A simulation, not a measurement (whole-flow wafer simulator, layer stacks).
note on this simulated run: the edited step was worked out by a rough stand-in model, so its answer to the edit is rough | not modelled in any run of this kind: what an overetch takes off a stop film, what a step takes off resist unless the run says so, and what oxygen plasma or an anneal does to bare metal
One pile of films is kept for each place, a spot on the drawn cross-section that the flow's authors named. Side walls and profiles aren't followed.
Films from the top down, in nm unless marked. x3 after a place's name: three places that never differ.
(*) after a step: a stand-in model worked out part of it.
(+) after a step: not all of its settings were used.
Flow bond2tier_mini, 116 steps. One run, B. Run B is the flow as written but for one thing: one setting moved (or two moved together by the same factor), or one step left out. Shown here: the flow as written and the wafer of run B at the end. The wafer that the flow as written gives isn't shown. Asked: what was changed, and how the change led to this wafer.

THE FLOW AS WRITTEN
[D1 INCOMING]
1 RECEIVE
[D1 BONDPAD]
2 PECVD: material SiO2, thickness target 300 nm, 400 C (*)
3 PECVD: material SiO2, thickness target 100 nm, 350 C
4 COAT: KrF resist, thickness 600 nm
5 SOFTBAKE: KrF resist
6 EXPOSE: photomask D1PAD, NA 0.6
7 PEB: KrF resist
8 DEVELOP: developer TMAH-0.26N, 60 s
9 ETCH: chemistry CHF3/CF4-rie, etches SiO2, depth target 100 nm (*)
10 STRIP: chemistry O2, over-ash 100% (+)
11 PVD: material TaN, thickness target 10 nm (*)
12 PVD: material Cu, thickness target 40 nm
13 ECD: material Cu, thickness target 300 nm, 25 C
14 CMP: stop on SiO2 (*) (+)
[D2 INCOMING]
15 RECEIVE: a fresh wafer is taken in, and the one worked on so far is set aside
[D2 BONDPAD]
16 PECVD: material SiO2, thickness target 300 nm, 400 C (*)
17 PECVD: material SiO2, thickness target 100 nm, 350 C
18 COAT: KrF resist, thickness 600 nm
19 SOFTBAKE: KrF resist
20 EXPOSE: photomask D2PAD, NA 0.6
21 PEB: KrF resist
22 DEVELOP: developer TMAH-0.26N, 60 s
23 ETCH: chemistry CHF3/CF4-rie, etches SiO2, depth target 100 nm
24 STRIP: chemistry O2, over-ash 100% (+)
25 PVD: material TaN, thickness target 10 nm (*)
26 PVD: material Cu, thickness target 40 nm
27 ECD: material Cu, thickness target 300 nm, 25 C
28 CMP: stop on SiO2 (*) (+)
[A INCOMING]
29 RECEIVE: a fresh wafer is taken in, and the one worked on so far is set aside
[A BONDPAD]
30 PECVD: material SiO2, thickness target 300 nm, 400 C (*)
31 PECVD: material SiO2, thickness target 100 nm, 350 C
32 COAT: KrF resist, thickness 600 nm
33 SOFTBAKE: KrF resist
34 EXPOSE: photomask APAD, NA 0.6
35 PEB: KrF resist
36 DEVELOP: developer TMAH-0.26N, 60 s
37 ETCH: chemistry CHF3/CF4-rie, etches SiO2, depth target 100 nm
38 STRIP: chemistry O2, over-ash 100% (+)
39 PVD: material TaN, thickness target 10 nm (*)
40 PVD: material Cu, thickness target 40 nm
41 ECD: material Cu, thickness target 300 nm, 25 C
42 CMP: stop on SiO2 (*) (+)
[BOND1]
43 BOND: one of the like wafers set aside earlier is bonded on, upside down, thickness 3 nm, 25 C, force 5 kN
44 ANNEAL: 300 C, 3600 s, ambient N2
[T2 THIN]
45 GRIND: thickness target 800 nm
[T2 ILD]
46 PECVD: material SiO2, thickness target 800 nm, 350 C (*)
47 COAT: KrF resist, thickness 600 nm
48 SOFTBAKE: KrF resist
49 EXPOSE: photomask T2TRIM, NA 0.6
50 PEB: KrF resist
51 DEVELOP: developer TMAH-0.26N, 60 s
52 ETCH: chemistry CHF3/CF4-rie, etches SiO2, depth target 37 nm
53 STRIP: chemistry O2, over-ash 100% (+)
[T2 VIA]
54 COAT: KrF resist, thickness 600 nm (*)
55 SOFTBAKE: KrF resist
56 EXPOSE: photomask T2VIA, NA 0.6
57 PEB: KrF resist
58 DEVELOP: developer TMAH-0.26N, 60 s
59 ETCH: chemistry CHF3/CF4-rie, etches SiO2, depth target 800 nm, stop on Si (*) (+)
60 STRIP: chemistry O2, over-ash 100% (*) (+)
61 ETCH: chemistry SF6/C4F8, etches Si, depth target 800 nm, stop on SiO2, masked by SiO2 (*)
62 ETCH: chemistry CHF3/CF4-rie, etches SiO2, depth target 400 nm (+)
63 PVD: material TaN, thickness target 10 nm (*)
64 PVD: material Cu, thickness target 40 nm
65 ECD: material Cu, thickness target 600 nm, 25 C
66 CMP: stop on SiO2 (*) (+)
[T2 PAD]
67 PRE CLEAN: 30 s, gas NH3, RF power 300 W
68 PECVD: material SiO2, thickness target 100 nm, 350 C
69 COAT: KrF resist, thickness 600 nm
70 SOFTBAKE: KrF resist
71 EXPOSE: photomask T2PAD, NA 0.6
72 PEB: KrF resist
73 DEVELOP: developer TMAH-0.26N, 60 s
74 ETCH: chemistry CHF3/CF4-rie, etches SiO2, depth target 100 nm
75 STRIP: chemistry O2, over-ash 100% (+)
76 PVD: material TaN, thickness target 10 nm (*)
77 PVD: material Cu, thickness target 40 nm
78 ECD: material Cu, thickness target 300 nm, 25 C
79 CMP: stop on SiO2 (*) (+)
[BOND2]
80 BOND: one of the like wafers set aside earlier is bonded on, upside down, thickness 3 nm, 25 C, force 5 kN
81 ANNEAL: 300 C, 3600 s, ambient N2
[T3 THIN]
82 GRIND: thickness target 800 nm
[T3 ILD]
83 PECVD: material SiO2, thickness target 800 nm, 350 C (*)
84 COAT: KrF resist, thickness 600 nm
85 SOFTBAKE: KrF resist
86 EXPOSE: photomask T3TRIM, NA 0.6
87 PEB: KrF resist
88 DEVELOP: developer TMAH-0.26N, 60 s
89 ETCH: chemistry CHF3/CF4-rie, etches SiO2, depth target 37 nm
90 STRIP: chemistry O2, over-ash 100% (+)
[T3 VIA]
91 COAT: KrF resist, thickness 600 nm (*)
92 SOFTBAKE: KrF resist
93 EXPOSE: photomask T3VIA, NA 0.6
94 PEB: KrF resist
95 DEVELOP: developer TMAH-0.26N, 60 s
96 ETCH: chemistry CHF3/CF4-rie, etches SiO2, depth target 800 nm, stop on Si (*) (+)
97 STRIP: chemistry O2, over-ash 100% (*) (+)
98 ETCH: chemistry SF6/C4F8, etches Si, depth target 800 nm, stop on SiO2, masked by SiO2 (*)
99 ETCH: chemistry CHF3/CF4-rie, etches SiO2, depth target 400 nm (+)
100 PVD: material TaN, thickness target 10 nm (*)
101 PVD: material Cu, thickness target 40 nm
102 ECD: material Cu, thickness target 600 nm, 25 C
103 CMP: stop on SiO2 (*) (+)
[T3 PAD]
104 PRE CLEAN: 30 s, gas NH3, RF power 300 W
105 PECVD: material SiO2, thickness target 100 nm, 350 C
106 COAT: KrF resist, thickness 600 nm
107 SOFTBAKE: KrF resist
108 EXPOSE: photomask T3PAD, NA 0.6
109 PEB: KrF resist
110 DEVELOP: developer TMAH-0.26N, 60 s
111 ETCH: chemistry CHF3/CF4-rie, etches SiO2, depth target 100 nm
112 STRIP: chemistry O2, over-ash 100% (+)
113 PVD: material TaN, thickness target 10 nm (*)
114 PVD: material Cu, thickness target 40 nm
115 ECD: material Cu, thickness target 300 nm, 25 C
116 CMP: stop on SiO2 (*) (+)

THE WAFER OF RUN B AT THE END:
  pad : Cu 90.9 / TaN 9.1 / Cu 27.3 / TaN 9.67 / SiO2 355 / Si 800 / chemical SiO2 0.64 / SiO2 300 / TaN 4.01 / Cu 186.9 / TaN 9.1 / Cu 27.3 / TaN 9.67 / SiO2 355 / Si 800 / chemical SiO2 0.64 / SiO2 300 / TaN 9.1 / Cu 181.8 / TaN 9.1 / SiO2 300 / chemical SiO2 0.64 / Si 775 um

The cause: step 25, PVD: thickness target 4.4 nm was run, where the flow has thickness target 10 nm.

How the change led to this, step by step:
  25 PVD: material TaN, thickness target 10 nm (*)
      field: TaN +4.4 (new film) (as written it would be: TaN +10 (new film))
      pad: TaN +4.01 (new film) (as written it would be: TaN +9.1 (new film))
      (and at 1 more place)
  28 CMP: stop on SiO2 (*) (+)
      field: Cu -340 (all of it), TaN -4.4 (all of it) (as written it would be: Cu -340 (all of it), TaN -10 (all of it))
  80 BOND: one of the like wafers set aside earlier is bonded on, upside down, thickness 3 nm, 25 C, force 5 kN
      pad: Si +775 um (new film), chemical SiO2 +0.64 (new film), SiO2 +300 (new film), TaN +4.01 (new film), Cu +96 (as written it would be: Si +775 um (new film), chemical SiO2 +0.64 (new film), SiO2 +300 (new film), TaN +9.1 (new film), Cu +90.9)
